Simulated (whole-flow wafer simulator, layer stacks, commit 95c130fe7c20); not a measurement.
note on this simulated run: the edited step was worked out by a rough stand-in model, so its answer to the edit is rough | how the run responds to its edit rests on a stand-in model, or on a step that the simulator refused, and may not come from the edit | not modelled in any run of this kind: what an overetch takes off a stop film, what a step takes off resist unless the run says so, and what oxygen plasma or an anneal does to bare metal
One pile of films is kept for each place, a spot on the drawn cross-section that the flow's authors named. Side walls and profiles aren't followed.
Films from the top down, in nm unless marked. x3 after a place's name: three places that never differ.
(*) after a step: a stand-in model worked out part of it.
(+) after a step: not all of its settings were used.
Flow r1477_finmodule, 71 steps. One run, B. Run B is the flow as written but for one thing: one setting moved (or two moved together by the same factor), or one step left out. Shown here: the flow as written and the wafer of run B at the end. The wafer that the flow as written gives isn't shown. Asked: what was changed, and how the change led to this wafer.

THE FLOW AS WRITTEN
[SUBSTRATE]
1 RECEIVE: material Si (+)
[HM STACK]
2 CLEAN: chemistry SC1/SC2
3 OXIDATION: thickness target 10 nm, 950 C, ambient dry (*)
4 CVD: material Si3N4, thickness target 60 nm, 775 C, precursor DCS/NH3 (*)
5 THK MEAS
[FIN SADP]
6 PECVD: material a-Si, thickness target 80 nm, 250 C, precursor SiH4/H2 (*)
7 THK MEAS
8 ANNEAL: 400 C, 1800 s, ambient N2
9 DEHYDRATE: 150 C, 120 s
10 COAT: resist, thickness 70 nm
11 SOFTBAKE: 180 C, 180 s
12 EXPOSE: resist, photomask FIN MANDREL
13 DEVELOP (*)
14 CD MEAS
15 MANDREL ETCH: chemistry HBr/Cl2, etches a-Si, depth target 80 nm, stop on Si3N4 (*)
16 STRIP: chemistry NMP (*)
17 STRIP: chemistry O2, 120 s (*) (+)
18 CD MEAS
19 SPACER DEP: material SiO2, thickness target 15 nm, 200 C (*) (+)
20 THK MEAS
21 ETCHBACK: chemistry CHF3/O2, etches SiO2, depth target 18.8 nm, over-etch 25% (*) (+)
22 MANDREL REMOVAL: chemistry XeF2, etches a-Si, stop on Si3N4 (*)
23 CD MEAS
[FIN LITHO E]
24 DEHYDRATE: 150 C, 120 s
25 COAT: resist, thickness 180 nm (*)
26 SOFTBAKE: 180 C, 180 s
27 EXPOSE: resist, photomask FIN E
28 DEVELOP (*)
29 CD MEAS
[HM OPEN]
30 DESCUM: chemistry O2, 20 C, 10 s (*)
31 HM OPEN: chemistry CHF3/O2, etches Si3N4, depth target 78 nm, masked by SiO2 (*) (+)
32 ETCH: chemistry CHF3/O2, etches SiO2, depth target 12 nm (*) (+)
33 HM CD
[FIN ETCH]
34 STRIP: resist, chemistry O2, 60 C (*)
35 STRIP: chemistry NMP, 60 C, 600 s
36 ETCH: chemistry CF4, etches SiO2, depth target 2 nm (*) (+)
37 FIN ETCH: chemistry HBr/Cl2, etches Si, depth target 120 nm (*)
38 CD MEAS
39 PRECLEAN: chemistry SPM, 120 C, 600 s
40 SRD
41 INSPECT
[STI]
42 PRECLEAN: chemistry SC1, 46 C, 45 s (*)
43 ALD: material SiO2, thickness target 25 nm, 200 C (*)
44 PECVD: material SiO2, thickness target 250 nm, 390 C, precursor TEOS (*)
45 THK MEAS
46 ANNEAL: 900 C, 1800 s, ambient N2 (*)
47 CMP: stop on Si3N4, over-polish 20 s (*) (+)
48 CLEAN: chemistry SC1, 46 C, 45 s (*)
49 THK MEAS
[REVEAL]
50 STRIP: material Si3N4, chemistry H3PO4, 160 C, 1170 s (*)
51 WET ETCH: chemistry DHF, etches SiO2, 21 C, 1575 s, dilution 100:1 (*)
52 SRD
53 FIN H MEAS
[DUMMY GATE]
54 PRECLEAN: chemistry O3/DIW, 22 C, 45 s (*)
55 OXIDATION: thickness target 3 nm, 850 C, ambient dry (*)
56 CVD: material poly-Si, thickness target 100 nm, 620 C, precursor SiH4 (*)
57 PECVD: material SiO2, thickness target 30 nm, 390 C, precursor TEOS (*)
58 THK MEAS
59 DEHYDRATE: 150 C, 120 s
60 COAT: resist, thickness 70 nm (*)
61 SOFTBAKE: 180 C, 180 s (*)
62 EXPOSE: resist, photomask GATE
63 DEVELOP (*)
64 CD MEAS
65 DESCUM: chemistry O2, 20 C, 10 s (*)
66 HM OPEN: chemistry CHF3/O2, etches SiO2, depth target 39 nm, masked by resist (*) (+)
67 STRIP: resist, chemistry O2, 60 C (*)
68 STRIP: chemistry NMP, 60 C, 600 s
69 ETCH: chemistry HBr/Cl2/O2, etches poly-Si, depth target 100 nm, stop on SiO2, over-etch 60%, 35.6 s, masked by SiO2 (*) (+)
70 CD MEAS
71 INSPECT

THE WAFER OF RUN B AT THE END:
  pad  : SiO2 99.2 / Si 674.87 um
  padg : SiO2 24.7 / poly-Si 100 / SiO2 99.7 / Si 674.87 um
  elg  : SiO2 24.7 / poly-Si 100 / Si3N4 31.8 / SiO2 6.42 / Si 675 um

The cause: step 3, OXIDATION: 902 C was run, where the flow has 950 C.

How the change led to this, step by step:
  3 OXIDATION: thickness target 10 nm, 950 C, ambient dry (*)
      pad, padg, elg and 33 more: SiO2 +6.42 (new film), chemical SiO2 -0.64 (all of it), Si -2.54 (as written it would be: SiO2 +10 (new film), chemical SiO2 -0.64 (all of it), Si -4.12)
  31 HM OPEN: chemistry CHF3/O2, etches Si3N4, depth target 78 nm, masked by SiO2 (*) (+)
      s40cg, s45cg, s50cg, s40co, s45co, s50co: Si3N4 -60 (all of it), SiO2 -6.42 (all of it) (as written it would be: Si3N4 -60 (all of it), SiO2 -9)
      pad, padg, esg and 13 more: Si3N4 -56.4 (all of it), SiO2 -6.42 (all of it) (as written it would be: Si3N4 -56.4 (all of it), SiO2 -10 (all of it))
  32 ETCH: chemistry CHF3/O2, etches SiO2, depth target 12 nm (*) (+)
      s40cg, s40co: Si -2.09 (as written it would be: SiO2 -1 (all of it), Si -2.2)
      s45cg, s45co: Si -2.12 (as written it would be: SiO2 -1 (all of it), Si -2.2)
      (and at 2 more places)
  47 CMP: stop on Si3N4, over-polish 20 s (*) (+)
      pad, padg, e40sg and 11 more: SiO2 -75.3 (as written it would be: SiO2 -71.8)
      eso: SiO2 -76 (as written it would be: SiO2 -72.4)
  51 WET ETCH: chemistry DHF, etches SiO2, 21 C, 1575 s, dilution 100:1 (*)
      s40sg_line, s45sg_line, s50sg_line, s40so_line, s45so_line, s50so_line: SiO2 -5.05 (all of it) (as written it would be: SiO2 -8.63 (all of it))
  56 CVD: material poly-Si, thickness target 100 nm, 620 C, precursor SiH4 (*)
      s40cg, s40co: poly-Si +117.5 (new film) (as written it would be: poly-Si +113.9 (new film))
      s45cg, s45co: poly-Si +117 (new film) (as written it would be: poly-Si +113.4 (new film))
      (and at 2 more places)
  60 COAT: resist, thickness 70 nm (*)
      s40sg, s40so: resist +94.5 (new film) (as written it would be: resist +91 (new film))
      s45sg, s45so: resist +94.4 (new film) (as written it would be: resist +91 (new film))
      (and at 2 more places)
  63 DEVELOP (*)
      s40so: resist -94.5 (all of it) (as written it would be: resist -91 (all of it))
      s45so: resist -94.4 (all of it) (as written it would be: resist -91 (all of it))
      (and at 1 more place)
  67 STRIP: resist, chemistry O2, 60 C (*)
      s40sg: resist -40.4 (all of it) (as written it would be: resist -36.9 (all of it))
      s45sg: resist -40.3 (all of it) (as written it would be: resist -36.9 (all of it))
      (and at 1 more place)
  69 ETCH: chemistry HBr/Cl2/O2, etches poly-Si, depth target 100 nm, stop on SiO2, over-etch 60%, 35.6 s, masked by SiO2 (*) (+)
      s40co: chemical SiO2 -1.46 (all of it), poly-Si -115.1 (all of it), SiO2 -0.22 (as written it would be: chemical SiO2 -1.46 (all of it), poly-Si -111.5 (all of it), SiO2 -0.24)
      s45co: chemical SiO2 -1.46 (all of it), poly-Si -114.5 (all of it), SiO2 -0.23 (as written it would be: chemical SiO2 -1.46 (all of it), poly-Si -110.9 (all of it), SiO2 -0.25)
      (and at 1 more place)
